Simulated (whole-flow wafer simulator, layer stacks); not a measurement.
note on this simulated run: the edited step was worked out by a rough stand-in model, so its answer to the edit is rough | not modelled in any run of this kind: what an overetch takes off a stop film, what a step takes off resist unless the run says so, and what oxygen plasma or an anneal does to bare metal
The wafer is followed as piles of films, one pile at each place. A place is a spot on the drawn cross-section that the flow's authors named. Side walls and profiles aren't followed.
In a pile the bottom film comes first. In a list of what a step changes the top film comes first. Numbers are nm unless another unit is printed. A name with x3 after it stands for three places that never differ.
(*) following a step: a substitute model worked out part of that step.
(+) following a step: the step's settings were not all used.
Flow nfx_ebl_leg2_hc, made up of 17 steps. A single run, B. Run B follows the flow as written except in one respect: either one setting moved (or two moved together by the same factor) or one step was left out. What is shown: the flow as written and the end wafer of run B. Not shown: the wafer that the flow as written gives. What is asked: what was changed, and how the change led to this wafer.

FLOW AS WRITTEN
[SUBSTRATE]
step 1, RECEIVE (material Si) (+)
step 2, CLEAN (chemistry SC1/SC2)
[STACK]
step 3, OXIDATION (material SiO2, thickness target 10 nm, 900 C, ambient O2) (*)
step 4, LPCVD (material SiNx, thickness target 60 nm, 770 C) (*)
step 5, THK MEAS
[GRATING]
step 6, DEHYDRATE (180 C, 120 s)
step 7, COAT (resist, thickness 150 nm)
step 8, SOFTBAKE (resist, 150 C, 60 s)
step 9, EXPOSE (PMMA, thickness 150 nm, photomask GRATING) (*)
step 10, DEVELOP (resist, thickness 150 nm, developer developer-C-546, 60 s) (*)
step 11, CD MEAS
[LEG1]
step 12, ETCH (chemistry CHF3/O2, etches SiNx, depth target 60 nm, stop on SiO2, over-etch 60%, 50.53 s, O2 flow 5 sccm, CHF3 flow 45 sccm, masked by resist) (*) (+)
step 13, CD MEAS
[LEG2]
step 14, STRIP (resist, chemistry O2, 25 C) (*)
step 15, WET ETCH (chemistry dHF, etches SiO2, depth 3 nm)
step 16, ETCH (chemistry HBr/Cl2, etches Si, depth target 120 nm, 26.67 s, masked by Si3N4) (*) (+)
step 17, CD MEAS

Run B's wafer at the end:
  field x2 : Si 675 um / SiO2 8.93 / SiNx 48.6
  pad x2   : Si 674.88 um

The reason: step 3, OXIDATION: 888 C was run, while the flow as written has 900 C.

How this came from the change, step by step:
  step 3, OXIDATION (material SiO2, thickness target 10 nm, 900 C, ambient O2) (*)
      field x2, pad x2: SiO2 gains 8.93 (new film), chemical SiO2 loses 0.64 (all of it), Si loses 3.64 (as written it would have been: SiO2 gains 10 (new film), chemical SiO2 loses 0.64 (all of it), Si loses 4.12)
  step 12, ETCH (chemistry CHF3/O2, etches SiNx, depth target 60 nm, stop on SiO2, over-etch 60%, 50.53 s, O2 flow 5 sccm, CHF3 flow 45 sccm, masked by resist) (*) (+)
      pad x2: SiNx loses 60 (all of it), SiO2 loses 8.93 (all of it) (as written it would have been: SiNx loses 60 (all of it), SiO2 loses 10 (all of it))
